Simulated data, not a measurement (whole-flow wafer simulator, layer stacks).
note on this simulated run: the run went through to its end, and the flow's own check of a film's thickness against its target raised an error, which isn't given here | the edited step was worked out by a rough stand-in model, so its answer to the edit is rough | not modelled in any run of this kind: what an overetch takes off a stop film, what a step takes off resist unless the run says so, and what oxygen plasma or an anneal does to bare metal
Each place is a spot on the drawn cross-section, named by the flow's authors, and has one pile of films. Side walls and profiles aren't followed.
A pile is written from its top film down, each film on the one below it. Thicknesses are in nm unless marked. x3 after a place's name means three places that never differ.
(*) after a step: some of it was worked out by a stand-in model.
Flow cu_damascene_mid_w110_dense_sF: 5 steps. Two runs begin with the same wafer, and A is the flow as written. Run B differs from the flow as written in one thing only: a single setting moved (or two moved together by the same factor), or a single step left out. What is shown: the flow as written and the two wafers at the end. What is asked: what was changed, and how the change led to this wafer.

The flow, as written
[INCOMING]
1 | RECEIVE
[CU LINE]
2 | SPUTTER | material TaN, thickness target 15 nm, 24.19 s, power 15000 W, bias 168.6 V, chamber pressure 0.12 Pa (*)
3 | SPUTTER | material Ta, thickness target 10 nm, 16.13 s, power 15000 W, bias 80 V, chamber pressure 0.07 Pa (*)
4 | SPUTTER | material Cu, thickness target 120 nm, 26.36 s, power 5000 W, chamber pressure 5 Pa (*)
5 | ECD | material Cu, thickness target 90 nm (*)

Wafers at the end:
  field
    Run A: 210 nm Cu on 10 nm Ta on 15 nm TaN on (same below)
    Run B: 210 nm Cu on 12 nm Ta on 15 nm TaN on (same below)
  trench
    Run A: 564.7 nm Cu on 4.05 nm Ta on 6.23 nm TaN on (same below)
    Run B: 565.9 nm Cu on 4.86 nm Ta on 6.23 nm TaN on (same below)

The reason: step 3, SPUTTER: 19.36 s was run, while the flow as written has 16.13 s.

The path from the change to this, step by step:
  3 | SPUTTER | material Ta, thickness target 10 nm, 16.13 s, power 15000 W, bias 80 V, chamber pressure 0.07 Pa (*)
      field: A +10 Ta (new film) | B +12 Ta (new film)
      trench: A +4.05 Ta (new film) | B +4.86 Ta (new film)
